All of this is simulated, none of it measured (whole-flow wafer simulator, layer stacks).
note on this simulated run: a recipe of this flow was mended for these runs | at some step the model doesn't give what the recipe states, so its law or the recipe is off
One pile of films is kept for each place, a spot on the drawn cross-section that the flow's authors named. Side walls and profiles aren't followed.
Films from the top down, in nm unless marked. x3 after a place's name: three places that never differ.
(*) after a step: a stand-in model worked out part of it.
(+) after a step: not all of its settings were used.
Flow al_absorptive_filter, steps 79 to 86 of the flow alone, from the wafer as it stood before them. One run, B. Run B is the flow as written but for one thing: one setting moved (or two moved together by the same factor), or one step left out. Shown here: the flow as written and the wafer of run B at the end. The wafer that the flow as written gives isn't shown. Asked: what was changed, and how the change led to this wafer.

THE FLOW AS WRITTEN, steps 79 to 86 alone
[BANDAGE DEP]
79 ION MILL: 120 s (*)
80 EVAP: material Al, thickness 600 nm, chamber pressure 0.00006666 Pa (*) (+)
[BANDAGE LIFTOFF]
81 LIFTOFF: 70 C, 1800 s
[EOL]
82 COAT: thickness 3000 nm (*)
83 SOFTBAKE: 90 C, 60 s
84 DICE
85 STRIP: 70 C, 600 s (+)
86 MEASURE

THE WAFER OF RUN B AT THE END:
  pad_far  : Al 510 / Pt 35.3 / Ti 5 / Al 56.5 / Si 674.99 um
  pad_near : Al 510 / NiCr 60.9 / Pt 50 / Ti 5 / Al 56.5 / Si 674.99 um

The cause: step 80, EVAP: thickness 510 nm was run, where the flow has thickness 600 nm.
It can be read off the wafer: pad_far has Al 510, and step 80 as written asks for 600 nm.

How the change led to this, step by step:
  80 EVAP: material Al, thickness 600 nm, chamber pressure 0.00006666 Pa (*) (+)
      gnd, pad_far, pad_near and 11 more: Al +510 (new film) (as written it would be: Al +600 (new film))
  81 LIFTOFF: 70 C, 1800 s
      xa_field, xl_land, idc_field: Al -510 (all of it), i-line-resist -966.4 (all of it), lift-off-underlayer -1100 (all of it), acrylic-e-beam-resist -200 (all of it) (as written it would be: Al -600 (all of it), i-line-resist -966.4 (all of it), lift-off-underlayer -1100 (all of it), acrylic-e-beam-resist -200 (all of it))
      gnd: Al -510 (all of it), i-line-resist -968.3 (all of it), lift-off-underlayer -1103.3 (all of it), acrylic-e-beam-resist -200.9 (all of it) (as written it would be: Al -600 (all of it), i-line-resist -968.3 (all of it), lift-off-underlayer -1103.3 (all of it), acrylic-e-beam-resist -200.9 (all of it))
      (and at 8 more places)
  82 COAT: thickness 3000 nm (*)
      pad_far: i-line-resist +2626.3 (new film) (as written it would be: i-line-resist +2560.9 (new film))
      pad_near: i-line-resist +2546.9 (new film) (as written it would be: i-line-resist +2480.3 (new film))
  83 SOFTBAKE: 90 C, 60 s
      gnd: i-line-resist +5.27 (as written it would be: i-line-resist +6.13)
      pad_far: i-line-resist -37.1 (as written it would be: i-line-resist -44.2)
      (and at 2 more places)
  85 STRIP: 70 C, 600 s (+)
      pad_far: i-line-resist -2589.2 (all of it) (as written it would be: i-line-resist -2516.7 (all of it))
      pad_near: i-line-resist -2512.2 (all of it) (as written it would be: i-line-resist -2439.3 (all of it))
